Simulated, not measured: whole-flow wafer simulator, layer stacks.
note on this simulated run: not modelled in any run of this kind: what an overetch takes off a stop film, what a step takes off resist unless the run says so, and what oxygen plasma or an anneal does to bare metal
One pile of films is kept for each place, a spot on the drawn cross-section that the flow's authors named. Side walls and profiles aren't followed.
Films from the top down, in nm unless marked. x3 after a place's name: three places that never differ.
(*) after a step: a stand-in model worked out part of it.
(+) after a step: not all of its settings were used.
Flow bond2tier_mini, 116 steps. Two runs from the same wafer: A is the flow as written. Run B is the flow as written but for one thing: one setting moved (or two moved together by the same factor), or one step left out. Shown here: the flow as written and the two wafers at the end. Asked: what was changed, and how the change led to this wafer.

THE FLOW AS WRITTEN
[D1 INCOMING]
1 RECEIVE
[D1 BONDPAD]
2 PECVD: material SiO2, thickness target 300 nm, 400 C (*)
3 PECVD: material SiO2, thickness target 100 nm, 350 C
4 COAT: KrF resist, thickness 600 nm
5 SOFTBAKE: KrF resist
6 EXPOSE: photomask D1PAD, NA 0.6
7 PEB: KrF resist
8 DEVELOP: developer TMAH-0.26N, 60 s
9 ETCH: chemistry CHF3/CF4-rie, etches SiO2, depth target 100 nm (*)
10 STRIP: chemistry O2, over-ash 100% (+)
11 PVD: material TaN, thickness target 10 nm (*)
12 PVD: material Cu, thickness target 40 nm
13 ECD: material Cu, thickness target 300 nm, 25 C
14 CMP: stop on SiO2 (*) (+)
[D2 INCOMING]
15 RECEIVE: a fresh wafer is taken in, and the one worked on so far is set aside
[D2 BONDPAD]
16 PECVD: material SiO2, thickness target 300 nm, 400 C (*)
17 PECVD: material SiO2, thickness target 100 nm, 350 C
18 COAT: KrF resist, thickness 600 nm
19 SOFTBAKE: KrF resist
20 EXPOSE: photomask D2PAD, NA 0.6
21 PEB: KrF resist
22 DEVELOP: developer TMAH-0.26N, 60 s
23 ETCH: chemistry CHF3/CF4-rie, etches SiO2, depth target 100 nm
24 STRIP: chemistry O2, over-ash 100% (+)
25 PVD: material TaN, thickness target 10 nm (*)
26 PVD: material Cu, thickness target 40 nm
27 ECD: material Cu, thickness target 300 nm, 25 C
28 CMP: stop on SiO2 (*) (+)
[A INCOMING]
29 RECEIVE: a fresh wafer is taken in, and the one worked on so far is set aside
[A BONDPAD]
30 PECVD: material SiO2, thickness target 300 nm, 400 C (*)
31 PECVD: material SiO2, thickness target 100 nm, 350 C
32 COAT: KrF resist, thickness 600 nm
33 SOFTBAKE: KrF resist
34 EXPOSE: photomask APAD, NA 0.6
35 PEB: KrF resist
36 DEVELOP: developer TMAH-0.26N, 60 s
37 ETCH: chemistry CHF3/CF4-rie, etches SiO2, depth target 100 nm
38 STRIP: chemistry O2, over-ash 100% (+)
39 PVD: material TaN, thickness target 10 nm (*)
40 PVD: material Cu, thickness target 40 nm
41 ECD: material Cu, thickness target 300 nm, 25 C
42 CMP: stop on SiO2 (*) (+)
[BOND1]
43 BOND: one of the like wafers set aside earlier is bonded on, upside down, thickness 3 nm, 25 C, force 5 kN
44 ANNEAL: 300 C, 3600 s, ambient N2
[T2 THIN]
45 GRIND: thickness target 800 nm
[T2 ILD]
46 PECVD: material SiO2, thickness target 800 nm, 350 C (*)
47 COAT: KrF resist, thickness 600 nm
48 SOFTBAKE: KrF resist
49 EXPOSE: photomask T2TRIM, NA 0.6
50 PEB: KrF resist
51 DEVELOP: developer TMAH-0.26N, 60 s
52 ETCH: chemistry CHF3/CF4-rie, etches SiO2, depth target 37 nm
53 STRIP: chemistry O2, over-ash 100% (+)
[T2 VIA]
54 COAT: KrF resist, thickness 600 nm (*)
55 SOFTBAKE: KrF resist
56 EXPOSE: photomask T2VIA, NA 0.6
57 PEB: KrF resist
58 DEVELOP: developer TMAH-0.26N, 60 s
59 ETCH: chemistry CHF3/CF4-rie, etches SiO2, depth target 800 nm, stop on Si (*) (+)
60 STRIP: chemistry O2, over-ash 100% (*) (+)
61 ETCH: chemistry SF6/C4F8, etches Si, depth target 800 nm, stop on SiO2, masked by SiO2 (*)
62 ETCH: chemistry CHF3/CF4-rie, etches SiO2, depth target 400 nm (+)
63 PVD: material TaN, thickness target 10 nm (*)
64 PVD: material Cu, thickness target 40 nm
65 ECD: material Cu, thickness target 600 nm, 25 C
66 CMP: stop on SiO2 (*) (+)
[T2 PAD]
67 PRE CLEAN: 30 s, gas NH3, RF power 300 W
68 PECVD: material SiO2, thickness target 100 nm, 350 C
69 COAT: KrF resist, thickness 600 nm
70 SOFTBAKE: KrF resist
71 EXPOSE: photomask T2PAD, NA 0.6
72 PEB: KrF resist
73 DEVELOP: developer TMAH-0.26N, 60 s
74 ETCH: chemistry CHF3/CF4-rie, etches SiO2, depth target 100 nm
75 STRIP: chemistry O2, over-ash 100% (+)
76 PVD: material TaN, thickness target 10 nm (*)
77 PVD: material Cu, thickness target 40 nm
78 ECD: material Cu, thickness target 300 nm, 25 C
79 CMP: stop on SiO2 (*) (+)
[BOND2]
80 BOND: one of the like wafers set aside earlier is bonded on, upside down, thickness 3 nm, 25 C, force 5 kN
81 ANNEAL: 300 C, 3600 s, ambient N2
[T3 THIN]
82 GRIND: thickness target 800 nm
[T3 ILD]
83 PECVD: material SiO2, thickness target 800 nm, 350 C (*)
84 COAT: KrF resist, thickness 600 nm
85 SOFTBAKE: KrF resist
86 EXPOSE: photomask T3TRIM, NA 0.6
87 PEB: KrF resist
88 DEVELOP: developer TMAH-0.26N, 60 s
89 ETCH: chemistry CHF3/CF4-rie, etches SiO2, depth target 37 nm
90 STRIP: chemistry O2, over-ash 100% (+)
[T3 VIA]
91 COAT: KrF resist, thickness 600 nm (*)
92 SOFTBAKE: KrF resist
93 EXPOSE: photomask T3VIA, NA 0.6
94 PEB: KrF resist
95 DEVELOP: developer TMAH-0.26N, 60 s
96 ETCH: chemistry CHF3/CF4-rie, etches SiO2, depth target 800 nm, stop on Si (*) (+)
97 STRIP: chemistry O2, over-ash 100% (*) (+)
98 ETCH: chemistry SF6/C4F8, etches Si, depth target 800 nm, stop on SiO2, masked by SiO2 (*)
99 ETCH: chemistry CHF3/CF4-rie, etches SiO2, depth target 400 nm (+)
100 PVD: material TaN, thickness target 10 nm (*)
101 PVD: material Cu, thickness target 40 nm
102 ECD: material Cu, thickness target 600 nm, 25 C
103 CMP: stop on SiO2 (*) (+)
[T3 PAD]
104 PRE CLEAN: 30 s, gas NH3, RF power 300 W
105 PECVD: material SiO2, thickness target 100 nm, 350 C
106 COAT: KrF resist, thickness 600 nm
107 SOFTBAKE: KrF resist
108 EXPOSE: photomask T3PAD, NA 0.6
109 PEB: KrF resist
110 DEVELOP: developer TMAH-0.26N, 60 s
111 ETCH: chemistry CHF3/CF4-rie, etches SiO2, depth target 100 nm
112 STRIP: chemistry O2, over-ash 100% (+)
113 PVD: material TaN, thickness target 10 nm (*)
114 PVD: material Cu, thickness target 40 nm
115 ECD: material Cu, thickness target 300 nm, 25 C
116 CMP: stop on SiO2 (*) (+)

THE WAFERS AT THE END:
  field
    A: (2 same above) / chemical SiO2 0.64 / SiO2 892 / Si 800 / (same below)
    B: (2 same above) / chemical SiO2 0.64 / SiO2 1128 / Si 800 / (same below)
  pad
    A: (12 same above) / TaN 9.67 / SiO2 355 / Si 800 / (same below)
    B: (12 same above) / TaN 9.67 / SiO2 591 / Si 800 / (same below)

The cause: step 62, ETCH: depth target 164 nm was run, where the flow has depth target 400 nm.

How the change led to this, step by step:
  62 ETCH: chemistry CHF3/CF4-rie, etches SiO2, depth target 400 nm (+)
      field, pad: A SiO2 -400 | B SiO2 -164
